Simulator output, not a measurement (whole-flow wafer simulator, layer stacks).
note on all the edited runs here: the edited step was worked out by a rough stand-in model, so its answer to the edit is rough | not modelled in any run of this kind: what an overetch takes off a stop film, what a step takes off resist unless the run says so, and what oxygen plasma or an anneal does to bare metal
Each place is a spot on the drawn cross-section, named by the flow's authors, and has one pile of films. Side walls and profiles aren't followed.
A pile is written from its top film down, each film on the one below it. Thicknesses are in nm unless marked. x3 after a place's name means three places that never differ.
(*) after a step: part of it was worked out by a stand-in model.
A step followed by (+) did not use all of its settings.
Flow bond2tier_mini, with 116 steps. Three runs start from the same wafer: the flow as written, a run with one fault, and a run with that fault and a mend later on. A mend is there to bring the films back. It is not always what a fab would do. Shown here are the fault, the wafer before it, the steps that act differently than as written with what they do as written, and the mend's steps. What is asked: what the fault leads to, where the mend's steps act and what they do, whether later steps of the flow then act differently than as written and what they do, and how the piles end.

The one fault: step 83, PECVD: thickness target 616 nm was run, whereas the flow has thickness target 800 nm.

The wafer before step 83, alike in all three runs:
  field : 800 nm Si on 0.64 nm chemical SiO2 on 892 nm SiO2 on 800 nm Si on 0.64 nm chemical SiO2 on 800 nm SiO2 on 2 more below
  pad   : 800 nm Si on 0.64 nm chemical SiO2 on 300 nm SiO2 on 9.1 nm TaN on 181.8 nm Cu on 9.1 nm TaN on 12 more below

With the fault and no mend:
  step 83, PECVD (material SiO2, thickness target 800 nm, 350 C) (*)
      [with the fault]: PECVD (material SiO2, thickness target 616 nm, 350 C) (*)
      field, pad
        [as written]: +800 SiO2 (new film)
        [with the fault]: +616 SiO2 (new film)
  Later steps of the flow that are run all act as written at every place that is followed.
  The piles end different from the flow's at field, pad by more than 2% or 0.5 nm, whichever is larger.
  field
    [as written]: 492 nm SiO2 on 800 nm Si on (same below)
    [with the fault]: 308 nm SiO2 on 800 nm Si on (same below)
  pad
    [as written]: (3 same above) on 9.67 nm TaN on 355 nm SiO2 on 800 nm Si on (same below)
    [with the fault]: (3 same above) on 9.67 nm TaN on 171 nm SiO2 on 800 nm Si on (same below)

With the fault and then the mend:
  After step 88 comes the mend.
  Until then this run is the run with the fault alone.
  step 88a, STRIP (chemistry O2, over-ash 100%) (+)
      field
        -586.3 KrF resist (all of it)
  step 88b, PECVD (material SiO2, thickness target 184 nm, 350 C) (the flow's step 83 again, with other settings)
      field, pad
        +184 SiO2
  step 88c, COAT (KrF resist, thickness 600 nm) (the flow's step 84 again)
      field, pad
        +600 KrF resist (new film)
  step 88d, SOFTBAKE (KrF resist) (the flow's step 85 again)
      alters no film at any place that is followed
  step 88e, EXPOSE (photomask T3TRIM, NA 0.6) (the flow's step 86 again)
      alters no film at any place that is followed
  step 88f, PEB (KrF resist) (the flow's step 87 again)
      alters no film at any place that is followed
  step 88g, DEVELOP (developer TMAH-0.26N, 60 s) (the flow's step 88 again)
      field
        -13.7 KrF resist
      pad
        -600 KrF resist (all of it)
  Later steps of the flow that are run all act as written at every place that is followed.
  The piles end the same as the flow's at every place that both follow.
